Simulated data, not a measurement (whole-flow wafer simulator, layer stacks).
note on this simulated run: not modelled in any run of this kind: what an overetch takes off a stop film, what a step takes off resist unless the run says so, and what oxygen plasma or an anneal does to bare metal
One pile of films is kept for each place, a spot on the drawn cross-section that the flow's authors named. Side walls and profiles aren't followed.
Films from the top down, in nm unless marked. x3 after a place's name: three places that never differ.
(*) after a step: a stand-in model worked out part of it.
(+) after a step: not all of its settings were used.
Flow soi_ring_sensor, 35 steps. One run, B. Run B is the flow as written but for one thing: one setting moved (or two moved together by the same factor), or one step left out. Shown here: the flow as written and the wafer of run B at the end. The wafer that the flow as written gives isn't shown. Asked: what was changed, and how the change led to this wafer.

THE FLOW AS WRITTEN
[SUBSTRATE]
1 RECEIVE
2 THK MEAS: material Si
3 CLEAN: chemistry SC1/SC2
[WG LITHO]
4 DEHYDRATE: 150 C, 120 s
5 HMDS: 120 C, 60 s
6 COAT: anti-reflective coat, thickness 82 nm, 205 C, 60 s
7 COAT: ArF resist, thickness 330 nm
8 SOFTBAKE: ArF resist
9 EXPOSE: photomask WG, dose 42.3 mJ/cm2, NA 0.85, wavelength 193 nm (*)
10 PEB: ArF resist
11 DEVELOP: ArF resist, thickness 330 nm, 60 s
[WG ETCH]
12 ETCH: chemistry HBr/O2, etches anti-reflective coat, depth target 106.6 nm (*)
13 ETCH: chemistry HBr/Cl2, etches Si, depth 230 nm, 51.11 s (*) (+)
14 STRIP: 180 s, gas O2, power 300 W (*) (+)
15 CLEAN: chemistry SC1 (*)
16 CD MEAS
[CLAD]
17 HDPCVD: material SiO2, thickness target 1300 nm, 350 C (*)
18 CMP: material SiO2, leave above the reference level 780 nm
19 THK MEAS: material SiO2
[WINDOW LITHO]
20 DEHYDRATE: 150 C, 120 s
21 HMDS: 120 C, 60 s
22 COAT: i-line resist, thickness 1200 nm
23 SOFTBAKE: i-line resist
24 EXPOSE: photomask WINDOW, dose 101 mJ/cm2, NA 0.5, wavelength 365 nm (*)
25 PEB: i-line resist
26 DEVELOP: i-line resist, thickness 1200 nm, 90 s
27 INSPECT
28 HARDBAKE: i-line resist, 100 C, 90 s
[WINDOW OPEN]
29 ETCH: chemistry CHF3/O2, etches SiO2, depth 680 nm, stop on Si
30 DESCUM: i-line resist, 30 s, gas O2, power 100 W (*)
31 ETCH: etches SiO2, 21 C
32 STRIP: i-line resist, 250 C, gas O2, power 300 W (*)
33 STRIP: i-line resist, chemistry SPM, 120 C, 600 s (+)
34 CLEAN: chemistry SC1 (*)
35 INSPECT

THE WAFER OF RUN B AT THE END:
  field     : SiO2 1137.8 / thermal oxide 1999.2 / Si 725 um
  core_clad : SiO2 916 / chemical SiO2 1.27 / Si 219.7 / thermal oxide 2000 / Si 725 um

The cause: step 18, CMP: leave above the reference level 916 nm was run, where the flow has leave above the reference level 780 nm.
It can be read off the wafer: core_clad has SiO2 916, and step 18 as written asks for 780 nm.

How the change led to this, step by step:
  18 CMP: material SiO2, leave above the reference level 780 nm
      gap, window, field, gap_clad: SiO2 -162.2 (as written it would be: SiO2 -298.2)
      core, core_clad: SiO2 -384 (as written it would be: SiO2 -520)
  31 ETCH: etches SiO2, 21 C
      core: SiO2 -236 (all of it), chemical SiO2 -1.27 (all of it) (as written it would be: SiO2 -100 (all of it), chemical SiO2 -1.27 (all of it))
